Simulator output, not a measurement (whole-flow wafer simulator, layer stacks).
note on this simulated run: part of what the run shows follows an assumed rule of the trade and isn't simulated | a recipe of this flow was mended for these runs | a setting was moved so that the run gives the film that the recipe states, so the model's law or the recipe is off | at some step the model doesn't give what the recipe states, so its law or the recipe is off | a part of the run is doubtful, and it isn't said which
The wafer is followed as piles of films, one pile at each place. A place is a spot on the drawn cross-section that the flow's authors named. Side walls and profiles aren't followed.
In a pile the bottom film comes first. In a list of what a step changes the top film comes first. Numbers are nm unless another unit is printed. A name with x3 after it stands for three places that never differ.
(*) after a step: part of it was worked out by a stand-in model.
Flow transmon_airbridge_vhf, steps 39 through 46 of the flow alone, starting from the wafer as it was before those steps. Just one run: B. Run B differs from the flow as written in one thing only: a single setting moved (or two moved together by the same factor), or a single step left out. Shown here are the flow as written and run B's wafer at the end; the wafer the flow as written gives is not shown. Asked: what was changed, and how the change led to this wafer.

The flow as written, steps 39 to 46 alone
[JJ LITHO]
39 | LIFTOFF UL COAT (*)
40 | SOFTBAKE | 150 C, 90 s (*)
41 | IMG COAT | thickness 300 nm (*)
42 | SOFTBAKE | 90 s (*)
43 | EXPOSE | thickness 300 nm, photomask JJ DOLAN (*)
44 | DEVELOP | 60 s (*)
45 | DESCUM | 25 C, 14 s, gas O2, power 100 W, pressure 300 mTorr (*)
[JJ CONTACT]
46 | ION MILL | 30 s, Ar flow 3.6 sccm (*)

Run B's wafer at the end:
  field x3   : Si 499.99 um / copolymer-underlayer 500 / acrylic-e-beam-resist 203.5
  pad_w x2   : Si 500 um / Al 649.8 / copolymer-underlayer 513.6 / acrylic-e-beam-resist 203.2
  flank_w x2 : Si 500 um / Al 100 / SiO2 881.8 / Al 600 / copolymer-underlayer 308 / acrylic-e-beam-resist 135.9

The reason: step 41, IMG COAT: thickness 235 nm was run, though the flow has thickness 300 nm; step 43, EXPOSE: thickness 235 nm was run, where the flow has thickness 300 nm.

Step by step, how the change led to this:
  41 | IMG COAT | thickness 300 nm (*)
      field x3, jj_line, ground_far x3: acrylic-e-beam-resist gains 235 (new film) (as written it would have been: acrylic-e-beam-resist gains 300 (new film))
      pad_w x2: acrylic-e-beam-resist gains 234.7 (new film) (as written it would have been: acrylic-e-beam-resist gains 300.2 (new film))
      (as well as at 8 more places)
  44 | DEVELOP | 60 s (*)
      jj_line: acrylic-e-beam-resist loses 235 (all of it), copolymer-underlayer loses 500 (all of it) (as written it would have been: acrylic-e-beam-resist loses 300 (all of it), copolymer-underlayer loses 500 (all of it))
